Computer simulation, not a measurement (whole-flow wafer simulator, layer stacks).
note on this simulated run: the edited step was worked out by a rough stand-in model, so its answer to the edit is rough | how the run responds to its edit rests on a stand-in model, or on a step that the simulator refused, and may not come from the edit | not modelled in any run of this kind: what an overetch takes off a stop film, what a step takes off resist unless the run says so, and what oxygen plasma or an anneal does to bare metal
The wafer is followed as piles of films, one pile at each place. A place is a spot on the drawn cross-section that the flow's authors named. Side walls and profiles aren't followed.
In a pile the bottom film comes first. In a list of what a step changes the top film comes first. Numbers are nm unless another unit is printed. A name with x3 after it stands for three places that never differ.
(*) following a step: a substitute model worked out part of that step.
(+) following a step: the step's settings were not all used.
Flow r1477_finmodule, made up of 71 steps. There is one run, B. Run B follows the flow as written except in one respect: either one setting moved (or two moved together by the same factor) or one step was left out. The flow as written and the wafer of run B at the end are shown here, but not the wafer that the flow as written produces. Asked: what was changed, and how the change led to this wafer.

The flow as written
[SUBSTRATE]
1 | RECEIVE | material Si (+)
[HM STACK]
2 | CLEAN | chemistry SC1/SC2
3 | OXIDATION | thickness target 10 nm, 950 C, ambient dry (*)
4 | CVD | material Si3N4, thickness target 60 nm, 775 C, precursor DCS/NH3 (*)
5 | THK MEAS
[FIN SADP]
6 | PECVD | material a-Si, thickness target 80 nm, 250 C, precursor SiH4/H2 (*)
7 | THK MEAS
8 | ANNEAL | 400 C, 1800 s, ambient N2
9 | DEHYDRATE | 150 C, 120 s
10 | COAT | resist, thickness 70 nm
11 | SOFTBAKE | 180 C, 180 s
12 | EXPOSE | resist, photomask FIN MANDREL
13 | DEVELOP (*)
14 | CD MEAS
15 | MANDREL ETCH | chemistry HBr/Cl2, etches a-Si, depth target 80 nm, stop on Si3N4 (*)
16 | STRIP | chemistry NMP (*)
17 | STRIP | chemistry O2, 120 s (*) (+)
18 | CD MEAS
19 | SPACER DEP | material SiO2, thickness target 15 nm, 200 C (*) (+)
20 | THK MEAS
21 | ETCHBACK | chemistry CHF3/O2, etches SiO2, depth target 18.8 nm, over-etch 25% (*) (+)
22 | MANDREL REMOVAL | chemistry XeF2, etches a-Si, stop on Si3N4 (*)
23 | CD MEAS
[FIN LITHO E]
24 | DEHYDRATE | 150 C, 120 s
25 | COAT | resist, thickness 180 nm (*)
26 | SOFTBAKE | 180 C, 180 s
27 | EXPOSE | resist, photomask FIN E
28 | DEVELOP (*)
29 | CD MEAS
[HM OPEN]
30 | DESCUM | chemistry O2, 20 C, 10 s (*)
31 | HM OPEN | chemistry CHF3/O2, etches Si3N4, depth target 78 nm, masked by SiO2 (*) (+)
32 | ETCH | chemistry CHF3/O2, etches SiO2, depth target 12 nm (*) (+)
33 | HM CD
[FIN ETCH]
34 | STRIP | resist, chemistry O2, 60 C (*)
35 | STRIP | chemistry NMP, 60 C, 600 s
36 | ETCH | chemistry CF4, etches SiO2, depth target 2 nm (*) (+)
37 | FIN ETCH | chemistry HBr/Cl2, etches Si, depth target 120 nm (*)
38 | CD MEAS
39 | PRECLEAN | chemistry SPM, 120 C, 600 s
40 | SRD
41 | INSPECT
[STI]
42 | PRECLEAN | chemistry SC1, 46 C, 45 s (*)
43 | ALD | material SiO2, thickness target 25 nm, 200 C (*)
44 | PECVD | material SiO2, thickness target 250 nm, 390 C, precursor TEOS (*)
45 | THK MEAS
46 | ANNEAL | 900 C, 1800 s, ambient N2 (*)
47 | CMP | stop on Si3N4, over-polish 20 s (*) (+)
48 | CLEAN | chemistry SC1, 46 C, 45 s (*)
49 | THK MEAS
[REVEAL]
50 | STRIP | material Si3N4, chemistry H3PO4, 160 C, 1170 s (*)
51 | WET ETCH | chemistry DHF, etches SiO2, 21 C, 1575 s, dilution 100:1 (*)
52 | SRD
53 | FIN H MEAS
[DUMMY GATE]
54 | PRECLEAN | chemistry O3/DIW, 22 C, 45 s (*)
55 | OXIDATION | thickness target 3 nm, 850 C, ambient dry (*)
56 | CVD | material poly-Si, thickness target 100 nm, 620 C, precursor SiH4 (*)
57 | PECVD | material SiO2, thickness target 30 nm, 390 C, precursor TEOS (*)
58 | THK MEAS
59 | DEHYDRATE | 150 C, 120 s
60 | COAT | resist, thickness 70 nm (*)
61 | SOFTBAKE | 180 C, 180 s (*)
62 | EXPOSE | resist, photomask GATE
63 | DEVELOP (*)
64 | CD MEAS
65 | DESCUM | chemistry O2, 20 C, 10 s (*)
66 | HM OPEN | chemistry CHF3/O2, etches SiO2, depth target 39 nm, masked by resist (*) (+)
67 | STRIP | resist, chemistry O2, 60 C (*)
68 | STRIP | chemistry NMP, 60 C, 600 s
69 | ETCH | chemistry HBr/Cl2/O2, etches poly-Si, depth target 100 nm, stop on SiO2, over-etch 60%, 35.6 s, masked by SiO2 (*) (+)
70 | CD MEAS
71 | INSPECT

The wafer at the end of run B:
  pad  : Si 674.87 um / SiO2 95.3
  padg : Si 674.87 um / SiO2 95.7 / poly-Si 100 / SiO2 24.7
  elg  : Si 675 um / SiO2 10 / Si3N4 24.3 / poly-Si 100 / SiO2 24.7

What caused this: step 4, CVD: thickness target 52.5 nm was run, while the flow as written has thickness target 60 nm.

The path from the change to this, step by step:
  4 | CVD | material Si3N4, thickness target 60 nm, 775 C, precursor DCS/NH3 (*)
      pad, padg, elg and 33 more: +52.5 Si3N4 (new film) (it would be, as written: +60 Si3N4 (new film))
  31 | HM OPEN | chemistry CHF3/O2, etches Si3N4, depth target 78 nm, masked by SiO2 (*) (+)
      s40cg, s45cg, s50cg, s40co, s45co, s50co: -52.5 Si3N4 (all of it), -10 SiO2 (all of it) (it would be, as written: -60 Si3N4 (all of it), -9 SiO2)
      pad, padg, esg and 13 more: -48.9 Si3N4 (all of it), -10 SiO2 (all of it) (it would be, as written: -56.4 Si3N4 (all of it), -10 SiO2 (all of it))
      (also at 14 further places)
  32 | ETCH | chemistry CHF3/O2, etches SiO2, depth target 12 nm (*) (+)
      s40cg, s40co: -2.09 Si (it would be, as written: -1 SiO2 (all of it), -2.2 Si)
      s45cg, s45co: -2.13 Si (it would be, as written: -1 SiO2 (all of it), -2.2 Si)
      (also at 2 further places)
  34 | STRIP | resist, chemistry O2, 60 C (*)
      elg, e40lg, e100lg, e200lg, elo, e40lo, e100lo, e200lo: -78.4 resist (all of it) (it would be, as written: -73.8 resist (all of it))
  43 | ALD | material SiO2, thickness target 25 nm, 200 C (*)
      s45cg, s50cg, s45co, s50co: +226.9 SiO2 (new film) (it would be, as written: +232.1 SiO2 (new film))
      s40cg, s40co: +226.8 SiO2 (new film) (it would be, as written: +232.1 SiO2 (new film))
      (also at 1 further place)
  47 | CMP | stop on Si3N4, over-polish 20 s (*) (+)
      pad, padg, e40sg and 11 more: -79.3 SiO2 (it would be, as written: -71.8 SiO2)
      eso: -79.9 SiO2 (it would be, as written: -72.4 SiO2)
  50 | STRIP | material Si3N4, chemistry H3PO4, 160 C, 1170 s (*)
      s40sg_line, s45sg_line, s50sg_line, s40so_line, s45so_line, s50so_line: -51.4 Si3N4 (all of it), -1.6 SiO2 (it would be, as written: -58.9 Si3N4 (all of it), -1.37 SiO2)
  56 | CVD | material poly-Si, thickness target 100 nm, 620 C, precursor SiH4 (*)
      s40cg, s40co: +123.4 poly-Si (new film) (it would be, as written: +113.9 poly-Si (new film))
      s45cg, s45co: +123.4 poly-Si (new film) (it would be, as written: +113.4 poly-Si (new film))
      (also at 2 further places)
  60 | COAT | resist, thickness 70 nm (*)
      s40cg, s40co: +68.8 resist (new film) (it would be, as written: +70.6 resist (new film))
      s40sg, s40so: +98.7 resist (new film) (it would be, as written: +91 resist (new film))
      (also at 6 further places)
  63 | DEVELOP (*)
      s40co: -68.8 resist (all of it) (it would be, as written: -70.6 resist (all of it))
      s40so: -98.7 resist (all of it) (it would be, as written: -91 resist (all of it))
      (also at 3 further places)
  67 | STRIP | resist, chemistry O2, 60 C (*)
      s40cg: -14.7 resist (all of it) (it would be, as written: -16.5 resist (all of it))
      s40sg: -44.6 resist (all of it) (it would be, as written: -36.9 resist (all of it))
      (also at 3 further places)
  69 | ETCH | chemistry HBr/Cl2/O2, etches poly-Si, depth target 100 nm, stop on SiO2, over-etch 60%, 35.6 s, masked by SiO2 (*) (+)
      s40co: -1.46 chemical SiO2 (all of it), -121 poly-Si (all of it), -0.2 SiO2 (it would be, as written: -1.46 chemical SiO2 (all of it), -111.5 poly-Si (all of it), -0.24 SiO2)
      s45co: -1.46 chemical SiO2 (all of it), -121 poly-Si (all of it), -0.2 SiO2 (it would be, as written: -1.46 chemical SiO2 (all of it), -110.9 poly-Si (all of it), -0.25 SiO2)
      (also at 1 further place)
